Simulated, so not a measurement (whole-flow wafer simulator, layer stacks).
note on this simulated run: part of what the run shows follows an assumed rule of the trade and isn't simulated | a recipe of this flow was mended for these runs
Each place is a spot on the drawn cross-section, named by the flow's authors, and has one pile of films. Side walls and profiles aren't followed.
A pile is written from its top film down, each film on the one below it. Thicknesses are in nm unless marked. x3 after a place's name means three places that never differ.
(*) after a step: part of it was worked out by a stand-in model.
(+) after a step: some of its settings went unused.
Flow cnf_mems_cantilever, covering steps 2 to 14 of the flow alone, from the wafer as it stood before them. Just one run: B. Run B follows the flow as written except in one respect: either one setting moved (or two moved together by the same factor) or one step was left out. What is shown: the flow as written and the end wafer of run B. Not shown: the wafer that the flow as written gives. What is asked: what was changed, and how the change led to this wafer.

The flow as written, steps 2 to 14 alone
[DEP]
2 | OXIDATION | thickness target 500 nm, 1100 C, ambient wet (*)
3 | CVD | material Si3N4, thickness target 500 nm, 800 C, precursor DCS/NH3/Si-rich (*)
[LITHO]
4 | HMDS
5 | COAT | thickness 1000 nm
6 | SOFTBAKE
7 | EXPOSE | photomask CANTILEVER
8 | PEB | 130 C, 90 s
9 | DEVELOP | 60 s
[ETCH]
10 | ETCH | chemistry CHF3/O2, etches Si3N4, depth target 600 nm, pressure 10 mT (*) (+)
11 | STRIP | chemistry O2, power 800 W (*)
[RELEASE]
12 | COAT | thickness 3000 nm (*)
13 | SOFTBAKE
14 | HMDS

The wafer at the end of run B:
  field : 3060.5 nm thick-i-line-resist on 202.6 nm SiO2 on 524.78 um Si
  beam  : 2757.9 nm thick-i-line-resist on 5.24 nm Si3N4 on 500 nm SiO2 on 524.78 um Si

Cause: step 3, CVD: 590 C was run, whereas the flow has 800 C.

The path from the change to this, step by step:
  3 | CVD | material Si3N4, thickness target 500 nm, 800 C, precursor DCS/NH3/Si-rich (*)
      field, beam: Si3N4 gains 5.24 (new film) (in the flow as written it would be: Si3N4 gains 500 (new film))
  10 | ETCH | chemistry CHF3/O2, etches Si3N4, depth target 600 nm, pressure 10 mT (*) (+)
      field: Si3N4 loses 5.24 (all of it), SiO2 loses 297.4 (in the flow as written it would be: Si3N4 loses 500 (all of it), SiO2 loses 50)
  12 | COAT | thickness 3000 nm (*)
      beam: thick-i-line-resist gains 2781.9 (new film) (in the flow as written it would be: thick-i-line-resist gains 2607.6 (new film))
  13 | SOFTBAKE
      field: thick-i-line-resist gains 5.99 (in the flow as written it would be: thick-i-line-resist gains 11.9)
      beam: thick-i-line-resist loses 24 (in the flow as written it would be: thick-i-line-resist loses 47.6)
